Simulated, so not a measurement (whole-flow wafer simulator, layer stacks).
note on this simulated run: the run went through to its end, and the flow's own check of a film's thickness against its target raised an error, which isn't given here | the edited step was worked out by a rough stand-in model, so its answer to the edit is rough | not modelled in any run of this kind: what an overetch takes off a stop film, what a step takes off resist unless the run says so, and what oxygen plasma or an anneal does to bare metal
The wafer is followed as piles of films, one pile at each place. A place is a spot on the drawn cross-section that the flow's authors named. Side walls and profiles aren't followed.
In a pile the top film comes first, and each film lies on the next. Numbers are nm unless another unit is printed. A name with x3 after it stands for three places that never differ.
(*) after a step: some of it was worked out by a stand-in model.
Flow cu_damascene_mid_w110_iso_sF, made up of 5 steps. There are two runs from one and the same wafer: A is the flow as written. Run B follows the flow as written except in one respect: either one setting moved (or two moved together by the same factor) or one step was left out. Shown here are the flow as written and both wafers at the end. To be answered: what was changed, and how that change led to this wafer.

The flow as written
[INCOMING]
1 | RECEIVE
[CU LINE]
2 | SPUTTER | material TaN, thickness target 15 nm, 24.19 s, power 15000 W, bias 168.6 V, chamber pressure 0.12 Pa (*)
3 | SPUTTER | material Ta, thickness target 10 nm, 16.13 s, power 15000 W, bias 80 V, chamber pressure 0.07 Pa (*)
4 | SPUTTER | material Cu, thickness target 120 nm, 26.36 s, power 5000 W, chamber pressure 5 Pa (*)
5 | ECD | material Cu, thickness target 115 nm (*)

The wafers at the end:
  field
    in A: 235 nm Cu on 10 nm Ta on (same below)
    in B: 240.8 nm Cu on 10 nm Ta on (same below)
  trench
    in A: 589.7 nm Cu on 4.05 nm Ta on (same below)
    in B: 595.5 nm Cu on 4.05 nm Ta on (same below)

Cause: step 5, ECD: thickness target 120.8 nm was run, whereas the flow has thickness target 115 nm.

The path from the change to this, step by step:
  5 | ECD | material Cu, thickness target 115 nm (*)
      field: A +115 Cu | B +120.8 Cu
